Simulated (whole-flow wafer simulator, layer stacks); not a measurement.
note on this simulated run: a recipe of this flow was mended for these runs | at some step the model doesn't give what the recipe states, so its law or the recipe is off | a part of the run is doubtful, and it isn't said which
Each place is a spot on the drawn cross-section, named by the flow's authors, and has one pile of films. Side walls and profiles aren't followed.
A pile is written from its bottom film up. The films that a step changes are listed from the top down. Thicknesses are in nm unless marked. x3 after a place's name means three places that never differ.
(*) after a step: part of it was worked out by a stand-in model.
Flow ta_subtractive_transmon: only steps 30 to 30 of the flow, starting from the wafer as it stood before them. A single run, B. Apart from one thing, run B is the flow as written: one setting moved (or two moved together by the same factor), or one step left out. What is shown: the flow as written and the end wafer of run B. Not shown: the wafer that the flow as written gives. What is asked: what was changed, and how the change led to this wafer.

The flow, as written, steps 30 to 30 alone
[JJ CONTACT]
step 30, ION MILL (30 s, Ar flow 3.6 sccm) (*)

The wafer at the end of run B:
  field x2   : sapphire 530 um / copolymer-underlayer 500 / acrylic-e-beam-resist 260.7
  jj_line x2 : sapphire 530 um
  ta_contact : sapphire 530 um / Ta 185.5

What caused this: step 30, ION MILL: 43.5 s was run, whereas the flow has 30 s.

Step by step, how the change led to this:
  step 30, ION MILL (30 s, Ar flow 3.6 sccm) (*)
      field x2, ta_pad: acrylic-e-beam-resist loses 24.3 (it would be, as written: acrylic-e-beam-resist loses 16.8)
      jj_line x2: sapphire loses 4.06 (it would be, as written: sapphire loses 2.8)
      (and at 1 other place as well)
